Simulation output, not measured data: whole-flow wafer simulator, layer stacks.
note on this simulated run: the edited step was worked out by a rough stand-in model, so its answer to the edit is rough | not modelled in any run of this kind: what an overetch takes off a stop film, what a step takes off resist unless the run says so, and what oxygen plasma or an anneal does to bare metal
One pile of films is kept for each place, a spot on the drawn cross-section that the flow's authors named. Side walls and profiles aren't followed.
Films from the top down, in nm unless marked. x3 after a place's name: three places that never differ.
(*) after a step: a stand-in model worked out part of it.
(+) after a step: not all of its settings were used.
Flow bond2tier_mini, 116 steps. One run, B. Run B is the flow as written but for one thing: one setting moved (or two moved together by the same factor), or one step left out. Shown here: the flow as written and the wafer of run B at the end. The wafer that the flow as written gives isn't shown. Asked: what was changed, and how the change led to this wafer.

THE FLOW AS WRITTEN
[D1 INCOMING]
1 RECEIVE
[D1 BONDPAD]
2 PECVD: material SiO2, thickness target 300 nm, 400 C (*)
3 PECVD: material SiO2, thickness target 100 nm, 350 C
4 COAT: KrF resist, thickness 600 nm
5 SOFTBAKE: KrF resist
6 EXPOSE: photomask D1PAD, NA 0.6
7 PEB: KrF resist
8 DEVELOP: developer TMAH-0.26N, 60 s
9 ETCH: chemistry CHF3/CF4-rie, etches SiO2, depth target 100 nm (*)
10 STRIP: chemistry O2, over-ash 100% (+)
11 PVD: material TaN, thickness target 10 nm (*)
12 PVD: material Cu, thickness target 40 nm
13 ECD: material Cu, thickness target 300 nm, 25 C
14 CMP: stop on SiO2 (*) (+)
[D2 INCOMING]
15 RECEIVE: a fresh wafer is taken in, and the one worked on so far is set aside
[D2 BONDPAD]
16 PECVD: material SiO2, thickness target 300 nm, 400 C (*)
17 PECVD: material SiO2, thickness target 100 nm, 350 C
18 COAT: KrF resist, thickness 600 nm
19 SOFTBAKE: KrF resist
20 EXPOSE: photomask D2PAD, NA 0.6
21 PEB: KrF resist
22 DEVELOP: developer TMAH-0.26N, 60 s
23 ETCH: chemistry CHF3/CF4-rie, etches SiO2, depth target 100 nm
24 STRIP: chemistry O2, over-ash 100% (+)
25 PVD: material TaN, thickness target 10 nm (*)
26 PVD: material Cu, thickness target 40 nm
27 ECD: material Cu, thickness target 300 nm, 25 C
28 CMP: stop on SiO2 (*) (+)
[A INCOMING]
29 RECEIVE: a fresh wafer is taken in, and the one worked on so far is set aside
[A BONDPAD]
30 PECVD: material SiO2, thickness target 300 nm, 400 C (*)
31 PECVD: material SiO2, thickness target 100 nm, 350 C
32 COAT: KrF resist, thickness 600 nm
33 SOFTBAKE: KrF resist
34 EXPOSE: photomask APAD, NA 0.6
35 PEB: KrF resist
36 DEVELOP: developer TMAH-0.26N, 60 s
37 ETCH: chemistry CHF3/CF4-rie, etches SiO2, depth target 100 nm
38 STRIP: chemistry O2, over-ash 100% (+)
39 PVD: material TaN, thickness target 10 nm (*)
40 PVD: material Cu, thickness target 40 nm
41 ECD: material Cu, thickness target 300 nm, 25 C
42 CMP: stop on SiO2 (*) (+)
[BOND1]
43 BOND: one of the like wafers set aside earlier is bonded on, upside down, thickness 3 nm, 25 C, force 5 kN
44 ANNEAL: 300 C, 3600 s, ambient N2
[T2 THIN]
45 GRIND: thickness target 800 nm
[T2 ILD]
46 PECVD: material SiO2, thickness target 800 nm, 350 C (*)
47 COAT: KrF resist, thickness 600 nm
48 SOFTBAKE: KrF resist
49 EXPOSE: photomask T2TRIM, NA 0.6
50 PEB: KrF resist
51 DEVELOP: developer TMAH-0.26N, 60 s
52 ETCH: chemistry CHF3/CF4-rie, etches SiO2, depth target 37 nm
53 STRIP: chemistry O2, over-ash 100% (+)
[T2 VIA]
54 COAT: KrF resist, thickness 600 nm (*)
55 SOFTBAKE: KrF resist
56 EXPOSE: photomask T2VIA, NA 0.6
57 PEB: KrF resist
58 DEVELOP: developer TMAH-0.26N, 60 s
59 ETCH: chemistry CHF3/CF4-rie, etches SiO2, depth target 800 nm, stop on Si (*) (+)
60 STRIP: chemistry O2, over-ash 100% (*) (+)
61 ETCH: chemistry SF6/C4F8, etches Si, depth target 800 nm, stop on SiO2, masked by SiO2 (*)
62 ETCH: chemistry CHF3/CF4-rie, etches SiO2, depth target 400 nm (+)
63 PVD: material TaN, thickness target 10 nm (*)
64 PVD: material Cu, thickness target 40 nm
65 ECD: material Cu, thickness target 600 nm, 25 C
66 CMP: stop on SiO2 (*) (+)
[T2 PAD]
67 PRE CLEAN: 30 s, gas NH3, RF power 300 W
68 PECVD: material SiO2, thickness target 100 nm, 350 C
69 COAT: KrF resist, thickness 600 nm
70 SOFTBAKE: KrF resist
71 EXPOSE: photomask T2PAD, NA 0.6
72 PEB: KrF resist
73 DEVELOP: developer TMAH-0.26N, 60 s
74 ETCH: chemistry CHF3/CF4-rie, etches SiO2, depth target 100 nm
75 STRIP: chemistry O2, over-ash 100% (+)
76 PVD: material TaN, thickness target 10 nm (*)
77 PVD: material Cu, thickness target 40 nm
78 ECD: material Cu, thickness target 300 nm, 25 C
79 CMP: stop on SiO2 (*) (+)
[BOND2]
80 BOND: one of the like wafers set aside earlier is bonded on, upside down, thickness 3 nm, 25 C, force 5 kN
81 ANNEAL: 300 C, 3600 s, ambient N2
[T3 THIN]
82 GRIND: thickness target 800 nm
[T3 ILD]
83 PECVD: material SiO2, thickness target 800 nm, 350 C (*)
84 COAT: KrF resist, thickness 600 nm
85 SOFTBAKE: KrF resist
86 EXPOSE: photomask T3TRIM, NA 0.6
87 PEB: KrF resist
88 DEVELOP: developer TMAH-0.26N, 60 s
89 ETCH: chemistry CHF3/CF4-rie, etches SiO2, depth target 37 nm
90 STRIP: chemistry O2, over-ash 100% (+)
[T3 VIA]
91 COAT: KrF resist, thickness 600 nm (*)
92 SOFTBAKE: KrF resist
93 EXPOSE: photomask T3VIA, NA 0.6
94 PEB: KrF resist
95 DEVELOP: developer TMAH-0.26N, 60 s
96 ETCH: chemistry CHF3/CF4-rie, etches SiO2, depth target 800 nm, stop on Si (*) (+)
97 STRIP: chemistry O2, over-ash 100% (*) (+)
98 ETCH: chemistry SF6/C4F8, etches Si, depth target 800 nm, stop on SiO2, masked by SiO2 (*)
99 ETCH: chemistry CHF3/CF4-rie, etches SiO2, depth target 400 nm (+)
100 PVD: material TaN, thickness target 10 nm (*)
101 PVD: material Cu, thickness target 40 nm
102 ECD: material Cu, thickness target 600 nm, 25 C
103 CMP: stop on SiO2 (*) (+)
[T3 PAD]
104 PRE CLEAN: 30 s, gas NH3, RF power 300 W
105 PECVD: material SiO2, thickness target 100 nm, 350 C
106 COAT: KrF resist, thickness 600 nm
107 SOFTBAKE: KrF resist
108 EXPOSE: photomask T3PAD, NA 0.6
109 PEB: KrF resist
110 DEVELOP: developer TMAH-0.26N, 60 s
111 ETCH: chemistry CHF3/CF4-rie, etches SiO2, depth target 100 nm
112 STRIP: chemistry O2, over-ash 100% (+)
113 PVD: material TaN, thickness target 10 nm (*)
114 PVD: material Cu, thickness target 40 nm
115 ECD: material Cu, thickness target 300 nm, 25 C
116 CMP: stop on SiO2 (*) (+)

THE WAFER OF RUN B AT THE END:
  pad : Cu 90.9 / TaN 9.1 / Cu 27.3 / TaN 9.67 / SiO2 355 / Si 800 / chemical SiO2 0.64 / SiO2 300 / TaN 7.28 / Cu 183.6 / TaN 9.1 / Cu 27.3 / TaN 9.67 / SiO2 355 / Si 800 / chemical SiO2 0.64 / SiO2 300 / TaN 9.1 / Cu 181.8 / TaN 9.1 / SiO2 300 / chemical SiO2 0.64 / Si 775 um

The cause: step 25, PVD: thickness target 8 nm was run, where the flow has thickness target 10 nm.

How the change led to this, step by step:
  25 PVD: material TaN, thickness target 10 nm (*)
      field: TaN +8 (new film) (as written it would be: TaN +10 (new film))
      pad: TaN +7.28 (new film) (as written it would be: TaN +9.1 (new film))
      (and at 1 more place)
  28 CMP: stop on SiO2 (*) (+)
      field: Cu -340 (all of it), TaN -8 (all of it) (as written it would be: Cu -340 (all of it), TaN -10 (all of it))
  80 BOND: one of the like wafers set aside earlier is bonded on, upside down, thickness 3 nm, 25 C, force 5 kN
      pad: Si +775 um (new film), chemical SiO2 +0.64 (new film), SiO2 +300 (new film), TaN +7.28 (new film), Cu +92.7 (as written it would be: Si +775 um (new film), chemical SiO2 +0.64 (new film), SiO2 +300 (new film), TaN +9.1 (new film), Cu +90.9)
